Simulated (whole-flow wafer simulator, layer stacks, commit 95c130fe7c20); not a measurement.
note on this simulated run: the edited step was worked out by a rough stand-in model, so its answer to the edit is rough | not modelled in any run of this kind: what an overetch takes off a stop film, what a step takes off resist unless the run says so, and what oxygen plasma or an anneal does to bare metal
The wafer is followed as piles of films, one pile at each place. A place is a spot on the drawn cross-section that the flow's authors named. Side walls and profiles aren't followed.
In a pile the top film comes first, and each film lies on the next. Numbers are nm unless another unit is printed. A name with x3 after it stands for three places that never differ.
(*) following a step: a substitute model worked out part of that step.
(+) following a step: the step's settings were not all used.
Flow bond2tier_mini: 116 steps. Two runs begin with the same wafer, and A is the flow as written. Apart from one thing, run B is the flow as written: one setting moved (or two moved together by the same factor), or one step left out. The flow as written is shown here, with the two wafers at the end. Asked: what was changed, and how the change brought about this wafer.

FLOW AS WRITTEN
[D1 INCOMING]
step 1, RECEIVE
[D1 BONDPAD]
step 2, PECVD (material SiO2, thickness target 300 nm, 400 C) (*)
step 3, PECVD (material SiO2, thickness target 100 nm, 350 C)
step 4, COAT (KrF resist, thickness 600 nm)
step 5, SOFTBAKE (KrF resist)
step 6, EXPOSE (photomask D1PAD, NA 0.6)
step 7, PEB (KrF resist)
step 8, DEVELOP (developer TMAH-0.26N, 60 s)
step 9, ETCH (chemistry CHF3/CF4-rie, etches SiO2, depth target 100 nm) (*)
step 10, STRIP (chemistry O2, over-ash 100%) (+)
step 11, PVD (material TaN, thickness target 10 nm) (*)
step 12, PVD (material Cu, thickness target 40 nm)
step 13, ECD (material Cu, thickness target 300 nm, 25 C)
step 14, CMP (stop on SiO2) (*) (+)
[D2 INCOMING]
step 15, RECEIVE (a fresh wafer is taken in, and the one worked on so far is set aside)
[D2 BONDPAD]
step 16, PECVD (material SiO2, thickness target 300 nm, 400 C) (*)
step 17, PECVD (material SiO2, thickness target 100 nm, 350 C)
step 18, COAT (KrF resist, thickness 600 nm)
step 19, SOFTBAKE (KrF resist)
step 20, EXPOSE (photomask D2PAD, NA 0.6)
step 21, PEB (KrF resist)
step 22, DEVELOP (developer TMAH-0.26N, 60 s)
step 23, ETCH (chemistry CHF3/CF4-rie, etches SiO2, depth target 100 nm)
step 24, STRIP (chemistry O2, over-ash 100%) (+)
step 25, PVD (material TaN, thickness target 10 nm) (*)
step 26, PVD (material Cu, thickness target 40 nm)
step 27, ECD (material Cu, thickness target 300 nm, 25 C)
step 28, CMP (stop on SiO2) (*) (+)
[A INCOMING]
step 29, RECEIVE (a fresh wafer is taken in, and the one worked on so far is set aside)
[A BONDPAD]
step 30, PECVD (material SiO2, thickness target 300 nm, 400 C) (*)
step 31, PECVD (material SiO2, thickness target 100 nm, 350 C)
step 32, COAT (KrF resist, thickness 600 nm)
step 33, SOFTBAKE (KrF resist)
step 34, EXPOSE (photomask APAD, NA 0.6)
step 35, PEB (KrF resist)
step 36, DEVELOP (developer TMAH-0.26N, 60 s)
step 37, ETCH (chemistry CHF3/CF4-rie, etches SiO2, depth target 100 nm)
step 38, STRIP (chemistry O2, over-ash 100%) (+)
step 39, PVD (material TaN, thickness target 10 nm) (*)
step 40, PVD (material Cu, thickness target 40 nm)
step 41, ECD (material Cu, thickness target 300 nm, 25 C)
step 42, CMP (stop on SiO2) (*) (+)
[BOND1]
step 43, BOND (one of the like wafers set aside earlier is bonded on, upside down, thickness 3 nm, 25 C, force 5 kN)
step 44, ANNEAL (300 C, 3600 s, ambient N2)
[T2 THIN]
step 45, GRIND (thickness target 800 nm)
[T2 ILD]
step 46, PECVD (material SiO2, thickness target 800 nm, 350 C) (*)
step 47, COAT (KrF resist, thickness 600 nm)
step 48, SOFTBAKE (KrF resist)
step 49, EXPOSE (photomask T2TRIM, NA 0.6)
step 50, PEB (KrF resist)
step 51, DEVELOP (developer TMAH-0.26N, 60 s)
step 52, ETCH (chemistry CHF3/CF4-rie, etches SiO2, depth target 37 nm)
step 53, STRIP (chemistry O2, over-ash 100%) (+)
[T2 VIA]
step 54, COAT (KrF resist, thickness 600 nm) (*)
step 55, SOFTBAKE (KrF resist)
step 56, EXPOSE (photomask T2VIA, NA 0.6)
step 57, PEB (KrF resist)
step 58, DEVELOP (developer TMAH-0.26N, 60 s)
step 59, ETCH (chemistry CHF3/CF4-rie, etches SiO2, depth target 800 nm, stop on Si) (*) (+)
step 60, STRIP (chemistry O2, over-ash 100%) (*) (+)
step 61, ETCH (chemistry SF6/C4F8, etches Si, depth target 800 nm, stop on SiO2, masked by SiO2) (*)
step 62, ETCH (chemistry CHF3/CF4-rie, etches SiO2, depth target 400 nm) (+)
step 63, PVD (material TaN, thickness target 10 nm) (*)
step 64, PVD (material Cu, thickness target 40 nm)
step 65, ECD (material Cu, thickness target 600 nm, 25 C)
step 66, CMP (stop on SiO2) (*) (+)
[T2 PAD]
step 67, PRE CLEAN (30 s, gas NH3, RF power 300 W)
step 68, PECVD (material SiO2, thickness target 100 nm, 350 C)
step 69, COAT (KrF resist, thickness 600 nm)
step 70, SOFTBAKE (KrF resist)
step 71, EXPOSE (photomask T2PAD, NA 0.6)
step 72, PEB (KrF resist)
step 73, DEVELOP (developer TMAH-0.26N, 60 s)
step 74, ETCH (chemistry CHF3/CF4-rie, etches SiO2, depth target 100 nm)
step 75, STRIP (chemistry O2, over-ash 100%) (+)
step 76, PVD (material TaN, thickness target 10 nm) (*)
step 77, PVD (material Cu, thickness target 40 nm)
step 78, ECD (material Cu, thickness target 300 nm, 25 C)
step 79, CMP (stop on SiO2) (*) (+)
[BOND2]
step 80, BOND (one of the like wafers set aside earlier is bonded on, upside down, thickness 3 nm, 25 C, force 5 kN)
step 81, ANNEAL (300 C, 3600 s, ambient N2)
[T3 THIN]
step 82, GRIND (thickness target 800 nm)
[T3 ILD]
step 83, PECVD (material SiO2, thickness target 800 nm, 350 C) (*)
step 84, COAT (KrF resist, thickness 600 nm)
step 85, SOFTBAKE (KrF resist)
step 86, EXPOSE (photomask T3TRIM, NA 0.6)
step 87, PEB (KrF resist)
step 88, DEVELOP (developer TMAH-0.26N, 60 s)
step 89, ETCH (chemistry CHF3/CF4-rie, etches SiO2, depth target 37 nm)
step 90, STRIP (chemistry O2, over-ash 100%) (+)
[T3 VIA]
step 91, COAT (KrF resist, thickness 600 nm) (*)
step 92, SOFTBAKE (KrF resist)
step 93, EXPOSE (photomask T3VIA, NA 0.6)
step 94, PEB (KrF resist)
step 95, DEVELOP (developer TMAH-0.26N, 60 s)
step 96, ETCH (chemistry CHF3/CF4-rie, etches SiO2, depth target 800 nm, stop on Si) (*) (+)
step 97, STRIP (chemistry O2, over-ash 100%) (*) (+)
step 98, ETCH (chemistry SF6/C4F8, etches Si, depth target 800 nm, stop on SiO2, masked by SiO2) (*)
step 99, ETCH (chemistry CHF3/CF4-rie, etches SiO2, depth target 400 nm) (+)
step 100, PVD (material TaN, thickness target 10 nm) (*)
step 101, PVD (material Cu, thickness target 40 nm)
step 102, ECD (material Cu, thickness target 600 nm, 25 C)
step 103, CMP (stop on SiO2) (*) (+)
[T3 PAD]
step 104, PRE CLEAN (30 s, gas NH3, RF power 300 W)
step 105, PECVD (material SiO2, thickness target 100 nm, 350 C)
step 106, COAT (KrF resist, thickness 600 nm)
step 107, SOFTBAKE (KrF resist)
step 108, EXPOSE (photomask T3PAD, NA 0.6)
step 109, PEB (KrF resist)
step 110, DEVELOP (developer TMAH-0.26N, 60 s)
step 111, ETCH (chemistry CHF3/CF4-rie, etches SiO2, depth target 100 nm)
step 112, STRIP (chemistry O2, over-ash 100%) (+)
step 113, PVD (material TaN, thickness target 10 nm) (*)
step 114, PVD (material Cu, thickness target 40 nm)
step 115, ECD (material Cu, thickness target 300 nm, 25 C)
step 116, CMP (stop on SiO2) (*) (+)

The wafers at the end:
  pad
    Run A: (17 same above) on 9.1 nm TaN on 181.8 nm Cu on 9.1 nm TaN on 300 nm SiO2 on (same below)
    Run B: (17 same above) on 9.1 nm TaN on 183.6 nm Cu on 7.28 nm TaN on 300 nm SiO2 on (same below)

What caused this: step 39, PVD: thickness target 8 nm was run, whereas the flow has thickness target 10 nm.

How this came from the change, step by step:
  step 39, PVD (material TaN, thickness target 10 nm) (*)
      field: A TaN gains 10 (new film) | B TaN gains 8 (new film)
      pad: A TaN gains 9.1 (new film) | B TaN gains 7.28 (new film)
      (and at 1 other place as well)
  step 42, CMP (stop on SiO2) (*) (+)
      field: A Cu loses 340 (all of it), TaN loses 10 (all of it) | B Cu loses 340 (all of it), TaN loses 8 (all of it)
